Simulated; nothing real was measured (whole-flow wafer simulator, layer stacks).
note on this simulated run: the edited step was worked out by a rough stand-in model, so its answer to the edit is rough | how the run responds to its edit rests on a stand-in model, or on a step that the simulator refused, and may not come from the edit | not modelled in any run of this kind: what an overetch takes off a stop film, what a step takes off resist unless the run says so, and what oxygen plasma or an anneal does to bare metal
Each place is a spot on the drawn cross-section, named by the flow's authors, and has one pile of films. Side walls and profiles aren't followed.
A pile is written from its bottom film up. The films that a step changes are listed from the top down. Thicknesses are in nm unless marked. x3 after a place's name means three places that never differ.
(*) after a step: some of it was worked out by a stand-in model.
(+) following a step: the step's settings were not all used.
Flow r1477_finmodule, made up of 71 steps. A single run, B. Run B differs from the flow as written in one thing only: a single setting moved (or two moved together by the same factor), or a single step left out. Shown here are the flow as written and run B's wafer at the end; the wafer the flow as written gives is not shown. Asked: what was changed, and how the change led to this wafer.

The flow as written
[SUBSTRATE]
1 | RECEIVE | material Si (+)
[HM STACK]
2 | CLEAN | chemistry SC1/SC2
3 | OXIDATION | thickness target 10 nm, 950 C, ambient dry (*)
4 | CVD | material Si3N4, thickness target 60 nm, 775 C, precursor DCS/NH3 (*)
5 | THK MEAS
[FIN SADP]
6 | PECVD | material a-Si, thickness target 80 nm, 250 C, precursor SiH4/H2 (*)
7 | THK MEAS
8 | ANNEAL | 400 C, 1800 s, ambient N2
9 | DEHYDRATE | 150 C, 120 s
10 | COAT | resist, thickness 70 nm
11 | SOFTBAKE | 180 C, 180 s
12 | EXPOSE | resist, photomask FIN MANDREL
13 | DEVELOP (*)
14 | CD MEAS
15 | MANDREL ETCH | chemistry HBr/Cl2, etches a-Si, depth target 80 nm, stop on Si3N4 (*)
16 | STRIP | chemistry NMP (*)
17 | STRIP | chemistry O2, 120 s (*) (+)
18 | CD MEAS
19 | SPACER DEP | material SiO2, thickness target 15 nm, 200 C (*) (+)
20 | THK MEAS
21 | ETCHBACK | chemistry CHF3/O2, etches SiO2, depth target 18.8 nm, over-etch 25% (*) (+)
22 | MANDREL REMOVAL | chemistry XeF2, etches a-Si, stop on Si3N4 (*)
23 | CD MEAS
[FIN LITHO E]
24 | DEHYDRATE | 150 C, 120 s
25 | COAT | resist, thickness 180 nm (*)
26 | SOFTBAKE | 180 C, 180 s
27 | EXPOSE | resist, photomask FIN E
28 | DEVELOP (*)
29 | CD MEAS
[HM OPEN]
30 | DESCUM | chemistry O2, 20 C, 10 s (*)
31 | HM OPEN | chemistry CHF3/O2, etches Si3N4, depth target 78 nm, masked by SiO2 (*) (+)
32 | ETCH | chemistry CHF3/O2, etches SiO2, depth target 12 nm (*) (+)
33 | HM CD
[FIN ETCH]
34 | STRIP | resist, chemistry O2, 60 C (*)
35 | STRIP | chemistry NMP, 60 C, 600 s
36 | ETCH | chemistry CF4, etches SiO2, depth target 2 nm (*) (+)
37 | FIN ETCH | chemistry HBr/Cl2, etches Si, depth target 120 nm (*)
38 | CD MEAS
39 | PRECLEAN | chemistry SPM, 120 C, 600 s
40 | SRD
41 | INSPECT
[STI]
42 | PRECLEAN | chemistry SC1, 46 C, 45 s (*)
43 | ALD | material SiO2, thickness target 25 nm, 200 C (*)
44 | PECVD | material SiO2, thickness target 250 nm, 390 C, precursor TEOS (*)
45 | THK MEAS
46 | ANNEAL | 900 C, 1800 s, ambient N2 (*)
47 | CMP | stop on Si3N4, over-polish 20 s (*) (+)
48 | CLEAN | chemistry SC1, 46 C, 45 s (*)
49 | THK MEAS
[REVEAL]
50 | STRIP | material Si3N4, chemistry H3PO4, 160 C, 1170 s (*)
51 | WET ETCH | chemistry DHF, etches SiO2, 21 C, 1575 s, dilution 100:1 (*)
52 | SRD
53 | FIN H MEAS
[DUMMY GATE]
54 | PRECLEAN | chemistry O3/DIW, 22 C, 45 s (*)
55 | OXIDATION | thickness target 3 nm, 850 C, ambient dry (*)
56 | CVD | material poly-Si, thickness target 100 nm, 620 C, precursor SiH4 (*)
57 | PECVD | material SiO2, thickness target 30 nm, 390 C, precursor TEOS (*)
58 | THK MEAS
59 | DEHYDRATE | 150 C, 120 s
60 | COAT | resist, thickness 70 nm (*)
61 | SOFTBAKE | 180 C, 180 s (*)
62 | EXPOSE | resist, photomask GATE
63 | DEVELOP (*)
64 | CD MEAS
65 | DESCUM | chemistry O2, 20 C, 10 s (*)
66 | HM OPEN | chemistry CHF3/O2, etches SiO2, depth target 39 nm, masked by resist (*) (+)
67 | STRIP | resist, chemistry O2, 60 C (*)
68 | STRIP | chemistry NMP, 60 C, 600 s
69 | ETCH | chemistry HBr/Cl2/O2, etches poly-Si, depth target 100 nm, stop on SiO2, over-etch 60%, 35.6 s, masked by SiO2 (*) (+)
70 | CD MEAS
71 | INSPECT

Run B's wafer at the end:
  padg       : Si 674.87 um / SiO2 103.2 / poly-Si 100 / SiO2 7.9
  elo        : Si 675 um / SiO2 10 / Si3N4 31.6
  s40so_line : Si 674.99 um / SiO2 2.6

Cause: step 57, PECVD: thickness target 13.2 nm was run, while the flow as written has thickness target 30 nm.

The path from the change to this, step by step:
  57 | PECVD | material SiO2, thickness target 30 nm, 390 C, precursor TEOS (*)
      pad, padg, elg and 33 more: SiO2 gains 13.2 (new film) (in the flow as written it would be: SiO2 gains 30 (new film))
  66 | HM OPEN | chemistry CHF3/O2, etches SiO2, depth target 39 nm, masked by resist (*) (+)
      pad, elo, eso and 15 more: SiO2 loses 13.2 (all of it), poly-Si loses 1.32 (in the flow as written it would be: SiO2 loses 30 (all of it), poly-Si loses 1.8)
      padg, elg, esg and 15 more: resist loses 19 (in the flow as written it would be: resist loses 37.4)
  67 | STRIP | resist, chemistry O2, 60 C (*)
      padg, elg, esg: resist loses 34.3 (all of it) (in the flow as written it would be: resist loses 15.9 (all of it))
      e40lg, e100lg, e200lg: resist loses 31.2 (all of it) (in the flow as written it would be: resist loses 12.8 (all of it))
      (also at 12 further places)
